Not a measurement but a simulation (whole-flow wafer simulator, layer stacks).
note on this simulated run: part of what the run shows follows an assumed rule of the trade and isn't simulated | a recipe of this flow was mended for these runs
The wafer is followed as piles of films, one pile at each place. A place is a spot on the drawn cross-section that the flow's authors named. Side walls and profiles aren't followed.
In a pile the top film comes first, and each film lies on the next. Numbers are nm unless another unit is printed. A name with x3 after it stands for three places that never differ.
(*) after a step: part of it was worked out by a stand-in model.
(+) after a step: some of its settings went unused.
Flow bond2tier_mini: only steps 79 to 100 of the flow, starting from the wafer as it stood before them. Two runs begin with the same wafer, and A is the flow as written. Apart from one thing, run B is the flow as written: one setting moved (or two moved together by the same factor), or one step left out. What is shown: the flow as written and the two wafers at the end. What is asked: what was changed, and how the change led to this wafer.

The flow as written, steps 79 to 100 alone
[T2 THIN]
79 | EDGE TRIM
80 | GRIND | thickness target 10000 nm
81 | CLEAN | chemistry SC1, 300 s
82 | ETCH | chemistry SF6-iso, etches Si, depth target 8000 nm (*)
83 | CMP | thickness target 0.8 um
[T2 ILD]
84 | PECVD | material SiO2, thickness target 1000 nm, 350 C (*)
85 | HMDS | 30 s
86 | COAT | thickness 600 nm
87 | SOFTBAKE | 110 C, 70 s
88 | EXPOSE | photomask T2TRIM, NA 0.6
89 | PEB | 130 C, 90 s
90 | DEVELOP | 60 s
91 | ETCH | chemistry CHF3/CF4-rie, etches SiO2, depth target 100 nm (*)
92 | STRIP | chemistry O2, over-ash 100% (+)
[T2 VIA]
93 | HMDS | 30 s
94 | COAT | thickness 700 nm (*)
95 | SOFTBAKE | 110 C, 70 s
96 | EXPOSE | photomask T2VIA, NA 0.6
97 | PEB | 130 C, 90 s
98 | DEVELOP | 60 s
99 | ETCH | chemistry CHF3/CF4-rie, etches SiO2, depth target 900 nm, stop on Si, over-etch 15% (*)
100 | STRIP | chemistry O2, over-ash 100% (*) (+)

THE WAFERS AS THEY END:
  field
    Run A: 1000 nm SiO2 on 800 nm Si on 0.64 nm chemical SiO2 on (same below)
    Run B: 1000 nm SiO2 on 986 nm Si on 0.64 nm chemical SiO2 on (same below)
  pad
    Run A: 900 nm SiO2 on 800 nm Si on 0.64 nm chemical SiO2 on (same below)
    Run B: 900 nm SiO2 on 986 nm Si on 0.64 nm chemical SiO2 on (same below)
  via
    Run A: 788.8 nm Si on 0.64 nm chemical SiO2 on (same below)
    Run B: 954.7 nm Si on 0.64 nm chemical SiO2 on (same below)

What caused this: step 83, CMP: thickness target 0.986 um was run, while the flow as written has thickness target 0.8 um; step 99, ETCH: depth target 1110 nm was run, where the flow has depth target 900 nm.

How this came from the change, step by step:
  83 | CMP | thickness target 0.8 um
      field, pad, via: A -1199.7 Si | B -1013.7 Si
  99 | ETCH | chemistry CHF3/CF4-rie, etches SiO2, depth target 900 nm, stop on Si, over-etch 15% (*)
      field, pad: A -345 thick-KrF-resist | B -425.3 thick-KrF-resist
      via: A -900 SiO2 (all of it), -11.2 Si | B -900 SiO2 (all of it), -31.3 Si
  100 | STRIP | chemistry O2, over-ash 100% (*) (+)
      field: A -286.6 thick-KrF-resist (all of it) | B -206.3 thick-KrF-resist (all of it)
      pad: A -372.9 thick-KrF-resist (all of it) | B -292.6 thick-KrF-resist (all of it)
